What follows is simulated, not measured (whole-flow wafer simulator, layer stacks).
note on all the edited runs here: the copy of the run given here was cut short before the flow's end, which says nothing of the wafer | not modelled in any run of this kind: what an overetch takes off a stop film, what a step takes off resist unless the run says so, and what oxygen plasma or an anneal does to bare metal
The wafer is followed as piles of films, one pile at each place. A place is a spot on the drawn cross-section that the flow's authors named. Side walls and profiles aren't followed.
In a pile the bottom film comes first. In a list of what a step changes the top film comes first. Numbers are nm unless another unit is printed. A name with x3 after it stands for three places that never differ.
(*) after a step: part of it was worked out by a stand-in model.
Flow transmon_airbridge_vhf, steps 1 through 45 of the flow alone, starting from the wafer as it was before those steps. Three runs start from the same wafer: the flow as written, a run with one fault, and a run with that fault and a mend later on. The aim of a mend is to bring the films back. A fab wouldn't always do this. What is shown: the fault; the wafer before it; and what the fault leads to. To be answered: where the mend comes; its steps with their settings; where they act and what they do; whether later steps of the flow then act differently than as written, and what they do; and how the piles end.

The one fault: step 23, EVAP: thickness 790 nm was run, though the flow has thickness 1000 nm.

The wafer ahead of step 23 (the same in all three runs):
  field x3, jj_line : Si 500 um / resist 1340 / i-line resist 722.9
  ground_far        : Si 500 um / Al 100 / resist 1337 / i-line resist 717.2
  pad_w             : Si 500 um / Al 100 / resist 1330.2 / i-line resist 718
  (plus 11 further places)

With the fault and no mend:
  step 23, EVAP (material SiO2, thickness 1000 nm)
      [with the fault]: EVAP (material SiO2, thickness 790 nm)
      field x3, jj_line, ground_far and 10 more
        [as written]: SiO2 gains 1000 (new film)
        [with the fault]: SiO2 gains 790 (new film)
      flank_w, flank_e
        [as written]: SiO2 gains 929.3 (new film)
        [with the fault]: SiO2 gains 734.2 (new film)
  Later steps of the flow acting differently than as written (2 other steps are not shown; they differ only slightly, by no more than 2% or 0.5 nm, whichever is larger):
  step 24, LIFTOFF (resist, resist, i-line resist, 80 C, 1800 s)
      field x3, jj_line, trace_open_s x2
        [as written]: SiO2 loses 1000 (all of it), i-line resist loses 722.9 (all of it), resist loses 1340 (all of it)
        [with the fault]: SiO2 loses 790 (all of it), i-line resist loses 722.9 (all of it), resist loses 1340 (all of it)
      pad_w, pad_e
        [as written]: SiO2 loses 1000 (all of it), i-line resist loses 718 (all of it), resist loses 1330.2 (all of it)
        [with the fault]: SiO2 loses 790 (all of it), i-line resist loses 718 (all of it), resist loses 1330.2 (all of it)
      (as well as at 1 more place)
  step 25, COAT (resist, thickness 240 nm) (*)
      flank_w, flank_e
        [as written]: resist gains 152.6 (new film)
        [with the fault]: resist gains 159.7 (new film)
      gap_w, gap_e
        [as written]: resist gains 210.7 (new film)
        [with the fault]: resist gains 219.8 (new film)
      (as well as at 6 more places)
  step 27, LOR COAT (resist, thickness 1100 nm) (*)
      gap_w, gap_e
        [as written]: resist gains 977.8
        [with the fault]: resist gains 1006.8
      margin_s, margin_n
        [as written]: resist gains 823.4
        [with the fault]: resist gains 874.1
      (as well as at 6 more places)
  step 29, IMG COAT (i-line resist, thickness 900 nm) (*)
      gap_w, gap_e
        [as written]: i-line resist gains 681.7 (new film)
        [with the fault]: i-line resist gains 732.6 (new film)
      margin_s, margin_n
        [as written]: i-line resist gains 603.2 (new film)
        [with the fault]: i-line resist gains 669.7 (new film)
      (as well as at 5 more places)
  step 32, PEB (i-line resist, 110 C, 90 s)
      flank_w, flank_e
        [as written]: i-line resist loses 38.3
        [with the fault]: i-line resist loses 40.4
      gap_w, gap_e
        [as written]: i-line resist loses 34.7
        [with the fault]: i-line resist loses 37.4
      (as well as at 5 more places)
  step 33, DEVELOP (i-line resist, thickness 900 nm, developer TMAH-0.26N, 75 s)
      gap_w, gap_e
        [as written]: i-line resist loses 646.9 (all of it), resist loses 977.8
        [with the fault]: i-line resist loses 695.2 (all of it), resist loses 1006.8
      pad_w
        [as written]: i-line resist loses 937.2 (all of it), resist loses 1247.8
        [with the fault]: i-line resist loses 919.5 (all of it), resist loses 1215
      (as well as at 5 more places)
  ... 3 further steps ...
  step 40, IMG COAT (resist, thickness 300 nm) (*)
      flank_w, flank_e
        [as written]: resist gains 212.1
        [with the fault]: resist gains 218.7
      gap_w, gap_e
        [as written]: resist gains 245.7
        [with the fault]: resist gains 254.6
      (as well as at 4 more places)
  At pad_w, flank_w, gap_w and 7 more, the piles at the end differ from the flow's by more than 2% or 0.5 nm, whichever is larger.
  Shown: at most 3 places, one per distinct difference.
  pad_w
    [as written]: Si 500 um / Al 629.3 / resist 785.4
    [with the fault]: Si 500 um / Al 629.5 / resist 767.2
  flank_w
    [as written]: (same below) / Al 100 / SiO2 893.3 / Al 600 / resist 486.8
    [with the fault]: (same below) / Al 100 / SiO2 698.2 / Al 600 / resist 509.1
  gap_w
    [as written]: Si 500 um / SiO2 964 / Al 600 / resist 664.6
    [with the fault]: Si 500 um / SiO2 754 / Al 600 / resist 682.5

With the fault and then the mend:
  The mend stands after step 23.
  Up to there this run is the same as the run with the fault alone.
  step 23a, EVAP (material SiO2, thickness 210 nm) (the flow's step 23, run once more with other settings)
      field x3, jj_line, ground_far and 10 more
        SiO2 gains 210
      flank_w, flank_e
        SiO2 gains 195.3
  Every later step of the flow that is run acts as written, at every place that is followed, to within 2% or 0.5 nm, whichever is larger.
  When the end is reached, the piles differ only a little from the flow's at the places that both follow, at most by 2% or 0.5 nm, whichever is larger.
